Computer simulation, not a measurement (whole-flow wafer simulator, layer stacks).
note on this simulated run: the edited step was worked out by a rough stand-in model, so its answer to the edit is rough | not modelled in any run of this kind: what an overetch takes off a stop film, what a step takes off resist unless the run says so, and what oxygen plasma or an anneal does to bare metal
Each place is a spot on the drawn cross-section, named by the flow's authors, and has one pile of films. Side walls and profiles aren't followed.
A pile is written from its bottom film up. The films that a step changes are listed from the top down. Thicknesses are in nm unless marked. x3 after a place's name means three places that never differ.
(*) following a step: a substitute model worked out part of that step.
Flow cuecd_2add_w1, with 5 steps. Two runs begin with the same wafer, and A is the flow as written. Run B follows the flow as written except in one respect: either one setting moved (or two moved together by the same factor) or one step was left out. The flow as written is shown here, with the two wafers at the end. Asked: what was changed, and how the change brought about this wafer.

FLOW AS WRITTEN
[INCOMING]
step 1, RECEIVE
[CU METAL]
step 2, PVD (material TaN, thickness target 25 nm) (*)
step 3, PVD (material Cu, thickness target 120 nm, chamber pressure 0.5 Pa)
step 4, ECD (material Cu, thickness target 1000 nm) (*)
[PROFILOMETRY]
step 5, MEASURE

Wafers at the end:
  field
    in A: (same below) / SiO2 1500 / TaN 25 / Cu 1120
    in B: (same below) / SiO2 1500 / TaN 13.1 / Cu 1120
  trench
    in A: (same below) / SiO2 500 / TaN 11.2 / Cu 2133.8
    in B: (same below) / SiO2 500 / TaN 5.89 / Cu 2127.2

Cause: step 2, PVD: thickness target 13.1 nm was run, whereas the flow has thickness target 25 nm.
The wafer lets one read it off: field has TaN 13.1, and step 2 as written asks for 25 nm.

Step by step, how the change led to this:
  step 2, PVD (material TaN, thickness target 25 nm) (*)
      field: A TaN gains 25 (new film) | B TaN gains 13.1 (new film)
      trench: A TaN gains 11.2 (new film) | B TaN gains 5.89 (new film)
